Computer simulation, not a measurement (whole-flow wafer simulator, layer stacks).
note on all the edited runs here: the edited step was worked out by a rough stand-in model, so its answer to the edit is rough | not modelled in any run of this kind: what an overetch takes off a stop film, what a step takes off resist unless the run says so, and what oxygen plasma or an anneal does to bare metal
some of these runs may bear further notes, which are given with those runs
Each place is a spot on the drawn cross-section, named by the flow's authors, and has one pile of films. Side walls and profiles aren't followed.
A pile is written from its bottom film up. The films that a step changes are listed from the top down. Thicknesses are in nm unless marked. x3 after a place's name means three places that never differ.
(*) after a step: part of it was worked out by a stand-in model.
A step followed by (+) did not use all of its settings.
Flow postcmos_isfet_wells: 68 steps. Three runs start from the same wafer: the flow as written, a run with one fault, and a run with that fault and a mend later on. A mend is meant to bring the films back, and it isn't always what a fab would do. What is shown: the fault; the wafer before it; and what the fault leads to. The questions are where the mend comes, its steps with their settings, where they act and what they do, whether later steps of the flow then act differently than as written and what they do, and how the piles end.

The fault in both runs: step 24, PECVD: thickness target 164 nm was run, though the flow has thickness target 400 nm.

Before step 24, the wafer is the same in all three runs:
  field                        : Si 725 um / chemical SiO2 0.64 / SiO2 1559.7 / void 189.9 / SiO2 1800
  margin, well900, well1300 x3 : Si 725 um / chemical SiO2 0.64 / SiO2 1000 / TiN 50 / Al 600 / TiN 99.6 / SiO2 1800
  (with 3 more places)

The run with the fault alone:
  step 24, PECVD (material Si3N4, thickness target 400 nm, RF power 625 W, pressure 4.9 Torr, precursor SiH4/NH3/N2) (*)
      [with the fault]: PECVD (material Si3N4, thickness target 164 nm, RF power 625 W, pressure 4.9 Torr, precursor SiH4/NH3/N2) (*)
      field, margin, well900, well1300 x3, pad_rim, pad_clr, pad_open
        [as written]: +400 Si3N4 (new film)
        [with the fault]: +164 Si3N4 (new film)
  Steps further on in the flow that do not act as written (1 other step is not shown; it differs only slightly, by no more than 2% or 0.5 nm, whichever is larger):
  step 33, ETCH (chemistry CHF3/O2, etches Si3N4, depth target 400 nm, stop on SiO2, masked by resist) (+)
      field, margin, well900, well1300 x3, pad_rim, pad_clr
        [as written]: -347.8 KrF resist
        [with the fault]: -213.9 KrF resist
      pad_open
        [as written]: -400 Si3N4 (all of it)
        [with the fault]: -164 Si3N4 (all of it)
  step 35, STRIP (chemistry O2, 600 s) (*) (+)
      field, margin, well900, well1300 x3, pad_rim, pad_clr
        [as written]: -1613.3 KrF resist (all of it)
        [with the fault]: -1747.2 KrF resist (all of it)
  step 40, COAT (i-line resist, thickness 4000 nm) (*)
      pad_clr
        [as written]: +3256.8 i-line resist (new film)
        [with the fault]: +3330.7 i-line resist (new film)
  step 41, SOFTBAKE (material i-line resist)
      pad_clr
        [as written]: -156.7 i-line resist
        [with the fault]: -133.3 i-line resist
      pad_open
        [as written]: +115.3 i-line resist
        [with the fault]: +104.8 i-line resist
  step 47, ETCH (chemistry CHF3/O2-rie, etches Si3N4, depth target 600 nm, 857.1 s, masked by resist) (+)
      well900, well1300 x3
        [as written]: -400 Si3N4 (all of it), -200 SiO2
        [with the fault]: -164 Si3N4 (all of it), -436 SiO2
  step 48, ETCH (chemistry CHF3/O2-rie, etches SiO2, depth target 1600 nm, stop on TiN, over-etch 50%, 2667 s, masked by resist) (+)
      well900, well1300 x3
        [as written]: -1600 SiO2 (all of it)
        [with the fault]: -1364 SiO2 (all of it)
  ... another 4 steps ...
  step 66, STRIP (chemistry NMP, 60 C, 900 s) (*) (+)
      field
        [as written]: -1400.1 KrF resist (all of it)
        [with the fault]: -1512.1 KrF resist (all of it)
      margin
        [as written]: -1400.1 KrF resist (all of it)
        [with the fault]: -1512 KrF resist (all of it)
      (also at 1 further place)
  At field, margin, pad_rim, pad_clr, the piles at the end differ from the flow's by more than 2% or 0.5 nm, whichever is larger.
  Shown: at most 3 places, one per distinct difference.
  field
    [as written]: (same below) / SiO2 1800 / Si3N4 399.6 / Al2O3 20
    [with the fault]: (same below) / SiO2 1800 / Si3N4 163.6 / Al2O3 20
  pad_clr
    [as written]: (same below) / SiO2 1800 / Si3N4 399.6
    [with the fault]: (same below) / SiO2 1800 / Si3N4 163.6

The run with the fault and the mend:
  The mend follows step 24.
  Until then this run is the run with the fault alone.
  step 24a, PECVD (material Si3N4, thickness target 236 nm, RF power 625 W, pressure 4.9 Torr, precursor SiH4/NH3/N2) (*) (a further turn of the flow's step 24, with different settings)
      field, margin, well900, well1300 x3, pad_rim, pad_clr, pad_open
        +236 Si3N4
  Every later step of the flow that is run acts as written at every place that is followed.
  The piles end the same as the flow's at every place that both follow.
